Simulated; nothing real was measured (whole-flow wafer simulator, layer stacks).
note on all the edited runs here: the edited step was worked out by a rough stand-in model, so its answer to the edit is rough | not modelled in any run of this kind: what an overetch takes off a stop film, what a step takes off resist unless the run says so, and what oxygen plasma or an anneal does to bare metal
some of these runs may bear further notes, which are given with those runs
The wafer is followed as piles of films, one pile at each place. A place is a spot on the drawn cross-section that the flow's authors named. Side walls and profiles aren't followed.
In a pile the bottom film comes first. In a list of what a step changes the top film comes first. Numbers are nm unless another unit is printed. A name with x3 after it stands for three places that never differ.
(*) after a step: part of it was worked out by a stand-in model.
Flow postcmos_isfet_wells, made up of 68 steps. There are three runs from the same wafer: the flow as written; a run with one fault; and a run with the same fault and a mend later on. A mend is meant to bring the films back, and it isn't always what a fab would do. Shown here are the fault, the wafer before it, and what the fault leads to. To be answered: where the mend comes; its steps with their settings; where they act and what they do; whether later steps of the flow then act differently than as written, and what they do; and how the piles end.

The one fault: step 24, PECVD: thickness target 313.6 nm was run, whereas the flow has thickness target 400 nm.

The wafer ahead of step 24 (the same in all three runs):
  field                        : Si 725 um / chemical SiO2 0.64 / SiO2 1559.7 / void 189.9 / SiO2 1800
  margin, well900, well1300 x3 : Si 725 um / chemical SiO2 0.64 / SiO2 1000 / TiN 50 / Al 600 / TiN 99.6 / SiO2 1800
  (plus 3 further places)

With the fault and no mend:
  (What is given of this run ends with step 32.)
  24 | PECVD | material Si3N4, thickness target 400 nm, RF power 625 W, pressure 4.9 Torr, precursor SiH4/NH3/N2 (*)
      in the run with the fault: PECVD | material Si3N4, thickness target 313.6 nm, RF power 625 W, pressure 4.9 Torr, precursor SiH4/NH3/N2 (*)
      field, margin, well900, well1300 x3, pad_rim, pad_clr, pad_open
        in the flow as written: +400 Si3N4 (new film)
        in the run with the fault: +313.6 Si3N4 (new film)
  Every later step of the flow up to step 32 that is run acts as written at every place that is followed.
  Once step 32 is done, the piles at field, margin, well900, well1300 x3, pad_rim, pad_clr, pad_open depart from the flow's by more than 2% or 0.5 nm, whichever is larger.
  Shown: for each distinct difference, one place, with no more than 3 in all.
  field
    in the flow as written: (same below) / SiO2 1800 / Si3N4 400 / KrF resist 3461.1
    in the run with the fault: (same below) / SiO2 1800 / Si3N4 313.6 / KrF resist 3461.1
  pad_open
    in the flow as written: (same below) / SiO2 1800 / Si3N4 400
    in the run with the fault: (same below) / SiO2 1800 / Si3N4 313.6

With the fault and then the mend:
  After step 24 comes the mend.
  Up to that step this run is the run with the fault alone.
  24a | ETCH | chemistry h3po4, depth target 360.6 nm
      field, margin, well900, well1300 x3, pad_rim, pad_clr, pad_open
        -313.6 Si3N4 (all of it)
  24b | PECVD | material Si3N4, thickness target 400 nm, RF power 625 W, pressure 4.9 Torr, precursor SiH4/NH3/N2 (*) (the flow's step 24 again)
      field, margin, well900, well1300 x3, pad_rim, pad_clr, pad_open
        +400 Si3N4 (new film)
  Every later step of the flow that is run acts as written at every place that is followed.
  At every place that both follow, the piles at the end match the flow's.
